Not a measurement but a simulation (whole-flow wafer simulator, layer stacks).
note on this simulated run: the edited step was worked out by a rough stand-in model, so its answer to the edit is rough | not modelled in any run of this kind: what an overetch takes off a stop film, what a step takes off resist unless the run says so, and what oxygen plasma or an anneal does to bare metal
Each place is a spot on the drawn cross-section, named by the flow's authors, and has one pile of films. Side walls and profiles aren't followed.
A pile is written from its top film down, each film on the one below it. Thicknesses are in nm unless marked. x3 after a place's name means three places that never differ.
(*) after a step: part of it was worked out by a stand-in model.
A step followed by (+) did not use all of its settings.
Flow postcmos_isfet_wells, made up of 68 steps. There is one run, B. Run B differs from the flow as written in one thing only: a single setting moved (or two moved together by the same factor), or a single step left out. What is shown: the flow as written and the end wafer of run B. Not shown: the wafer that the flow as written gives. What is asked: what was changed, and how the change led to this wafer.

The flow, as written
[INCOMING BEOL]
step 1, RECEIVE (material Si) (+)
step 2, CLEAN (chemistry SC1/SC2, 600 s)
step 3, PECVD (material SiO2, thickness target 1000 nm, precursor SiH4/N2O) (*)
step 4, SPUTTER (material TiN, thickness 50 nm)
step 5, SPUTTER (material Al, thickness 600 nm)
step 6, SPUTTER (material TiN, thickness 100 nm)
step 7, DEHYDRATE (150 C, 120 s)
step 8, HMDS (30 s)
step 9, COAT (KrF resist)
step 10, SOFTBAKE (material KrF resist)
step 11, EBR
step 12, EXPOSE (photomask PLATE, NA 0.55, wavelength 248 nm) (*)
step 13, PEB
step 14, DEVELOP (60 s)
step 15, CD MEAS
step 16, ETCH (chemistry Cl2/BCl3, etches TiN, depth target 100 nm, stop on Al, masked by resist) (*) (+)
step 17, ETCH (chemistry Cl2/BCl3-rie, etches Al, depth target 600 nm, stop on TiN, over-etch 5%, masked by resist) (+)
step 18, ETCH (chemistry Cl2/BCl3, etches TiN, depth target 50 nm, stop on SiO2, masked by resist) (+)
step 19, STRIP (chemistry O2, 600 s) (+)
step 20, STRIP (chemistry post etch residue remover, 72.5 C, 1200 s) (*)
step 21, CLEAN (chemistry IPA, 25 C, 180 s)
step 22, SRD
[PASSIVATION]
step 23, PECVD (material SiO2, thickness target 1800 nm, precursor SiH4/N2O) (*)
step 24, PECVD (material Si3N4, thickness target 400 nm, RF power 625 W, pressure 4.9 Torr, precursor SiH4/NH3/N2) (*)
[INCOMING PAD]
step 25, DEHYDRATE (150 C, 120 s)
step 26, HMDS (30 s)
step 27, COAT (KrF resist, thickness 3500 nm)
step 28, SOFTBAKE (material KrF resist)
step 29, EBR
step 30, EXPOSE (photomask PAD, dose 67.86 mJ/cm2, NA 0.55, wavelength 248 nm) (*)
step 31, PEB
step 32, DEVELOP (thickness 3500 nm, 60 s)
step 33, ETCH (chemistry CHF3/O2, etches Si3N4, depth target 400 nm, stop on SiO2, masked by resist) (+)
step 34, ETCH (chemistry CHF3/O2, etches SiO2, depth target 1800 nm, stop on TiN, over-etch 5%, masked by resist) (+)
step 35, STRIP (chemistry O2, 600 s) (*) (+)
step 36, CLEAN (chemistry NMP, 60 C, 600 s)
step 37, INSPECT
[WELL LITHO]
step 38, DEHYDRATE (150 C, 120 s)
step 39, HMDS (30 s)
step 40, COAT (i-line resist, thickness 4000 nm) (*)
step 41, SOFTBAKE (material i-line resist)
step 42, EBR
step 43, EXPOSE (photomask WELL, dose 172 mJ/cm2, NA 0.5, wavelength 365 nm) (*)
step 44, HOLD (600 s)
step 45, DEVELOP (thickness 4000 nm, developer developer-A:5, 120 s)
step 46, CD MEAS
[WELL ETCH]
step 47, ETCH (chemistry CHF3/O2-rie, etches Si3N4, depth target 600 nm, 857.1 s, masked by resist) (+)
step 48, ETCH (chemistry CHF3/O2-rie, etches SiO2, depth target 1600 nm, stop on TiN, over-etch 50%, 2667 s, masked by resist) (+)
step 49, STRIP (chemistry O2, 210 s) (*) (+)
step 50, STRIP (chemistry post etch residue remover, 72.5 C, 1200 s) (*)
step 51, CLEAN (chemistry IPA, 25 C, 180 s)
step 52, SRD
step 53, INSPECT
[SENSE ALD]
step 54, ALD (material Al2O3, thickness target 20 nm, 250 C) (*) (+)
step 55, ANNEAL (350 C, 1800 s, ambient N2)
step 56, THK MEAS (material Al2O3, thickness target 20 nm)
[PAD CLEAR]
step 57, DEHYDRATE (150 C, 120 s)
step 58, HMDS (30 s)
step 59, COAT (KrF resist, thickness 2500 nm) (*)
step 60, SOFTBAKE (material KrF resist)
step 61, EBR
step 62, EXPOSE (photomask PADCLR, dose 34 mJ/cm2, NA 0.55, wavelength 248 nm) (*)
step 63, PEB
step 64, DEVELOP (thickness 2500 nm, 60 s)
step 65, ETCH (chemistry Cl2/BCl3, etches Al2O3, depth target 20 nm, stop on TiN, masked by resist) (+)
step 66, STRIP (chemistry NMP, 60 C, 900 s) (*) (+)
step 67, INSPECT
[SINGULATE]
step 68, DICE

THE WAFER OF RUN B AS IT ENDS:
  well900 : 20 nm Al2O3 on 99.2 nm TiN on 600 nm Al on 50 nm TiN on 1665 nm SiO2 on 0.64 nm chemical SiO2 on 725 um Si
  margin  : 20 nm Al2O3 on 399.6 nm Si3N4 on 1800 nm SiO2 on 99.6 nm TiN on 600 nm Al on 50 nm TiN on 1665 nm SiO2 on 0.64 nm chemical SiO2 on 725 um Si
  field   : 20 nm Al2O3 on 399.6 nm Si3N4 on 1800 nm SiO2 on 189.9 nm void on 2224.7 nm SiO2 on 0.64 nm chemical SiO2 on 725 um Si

The reason: step 3, PECVD: thickness target 1665 nm was run, whereas the flow has thickness target 1000 nm.
The wafer itself shows it: well900 has SiO2 1665, and step 3 as written asks for 1000 nm.

The path from the change to this, step by step:
  step 3, PECVD (material SiO2, thickness target 1000 nm, precursor SiH4/N2O) (*)
      field, margin, well900, well1300 x3, pad_rim, pad_clr, pad_open: SiO2 gains 1665 (new film) (as written it would have been: SiO2 gains 1000 (new film))
